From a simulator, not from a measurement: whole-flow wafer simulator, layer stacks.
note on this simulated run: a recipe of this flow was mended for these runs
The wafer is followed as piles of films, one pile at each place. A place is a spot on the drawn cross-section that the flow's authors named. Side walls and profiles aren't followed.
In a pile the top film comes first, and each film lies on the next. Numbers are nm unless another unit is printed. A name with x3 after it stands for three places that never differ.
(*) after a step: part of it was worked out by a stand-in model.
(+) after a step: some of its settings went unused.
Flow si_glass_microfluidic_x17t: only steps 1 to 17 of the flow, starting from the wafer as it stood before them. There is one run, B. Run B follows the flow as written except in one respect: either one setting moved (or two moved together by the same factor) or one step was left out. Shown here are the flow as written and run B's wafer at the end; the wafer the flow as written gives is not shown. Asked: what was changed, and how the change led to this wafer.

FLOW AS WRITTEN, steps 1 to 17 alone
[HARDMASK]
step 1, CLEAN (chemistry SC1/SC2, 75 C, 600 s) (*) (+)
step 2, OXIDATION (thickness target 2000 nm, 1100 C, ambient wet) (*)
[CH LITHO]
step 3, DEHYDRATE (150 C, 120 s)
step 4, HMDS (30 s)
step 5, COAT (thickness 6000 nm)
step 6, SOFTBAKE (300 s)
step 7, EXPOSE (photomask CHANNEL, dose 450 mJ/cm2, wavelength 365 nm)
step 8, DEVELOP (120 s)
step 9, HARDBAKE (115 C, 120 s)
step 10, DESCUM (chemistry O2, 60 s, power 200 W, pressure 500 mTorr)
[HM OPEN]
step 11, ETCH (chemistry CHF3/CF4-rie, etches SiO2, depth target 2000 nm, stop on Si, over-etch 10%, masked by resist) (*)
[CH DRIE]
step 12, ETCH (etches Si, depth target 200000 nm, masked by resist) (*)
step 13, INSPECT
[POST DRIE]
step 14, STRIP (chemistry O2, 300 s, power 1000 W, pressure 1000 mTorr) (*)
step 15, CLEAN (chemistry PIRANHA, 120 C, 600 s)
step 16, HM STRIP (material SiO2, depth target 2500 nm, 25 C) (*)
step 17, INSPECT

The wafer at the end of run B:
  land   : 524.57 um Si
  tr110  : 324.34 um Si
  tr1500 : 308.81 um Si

What caused this: step 2, OXIDATION: 935 C was run, while the flow as written has 1100 C.

The path from the change to this, step by step:
  step 2, OXIDATION (thickness target 2000 nm, 1100 C, ambient wet) (*)
      land, tr110, tr1500, tr15: SiO2 gains 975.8 (new film), chemical SiO2 loses 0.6 (all of it), Si loses 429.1 (as written it would have been: SiO2 gains 2000 (new film), chemical SiO2 loses 0.6 (all of it), Si loses 879.7)
  step 11, ETCH (chemistry CHF3/CF4-rie, etches SiO2, depth target 2000 nm, stop on Si, over-etch 10%, masked by resist) (*)
      tr110, tr1500, tr15: SiO2 loses 975.8 (all of it), Si loses 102 (as written it would have been: SiO2 loses 2000 (all of it), Si loses 16.7)
      land: thick-i-line-resist loses 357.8 (as written it would have been: thick-i-line-resist loses 733.3)
  step 12, ETCH (etches Si, depth target 200000 nm, masked by resist) (*)
      tr1500: Si loses 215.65 um (as written it would have been: Si loses 215.73 um)
      tr15: Si loses 150.19 um (as written it would have been: Si loses 149.99 um)
  step 14, STRIP (chemistry O2, 300 s, power 1000 W, pressure 1000 mTorr) (*)
      land: thick-i-line-resist loses 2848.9 (all of it) (as written it would have been: thick-i-line-resist loses 2472.3 (all of it))
  step 16, HM STRIP (material SiO2, depth target 2500 nm, 25 C) (*)
      land: SiO2 loses 975.8 (all of it) (as written it would have been: SiO2 loses 2000 (all of it))
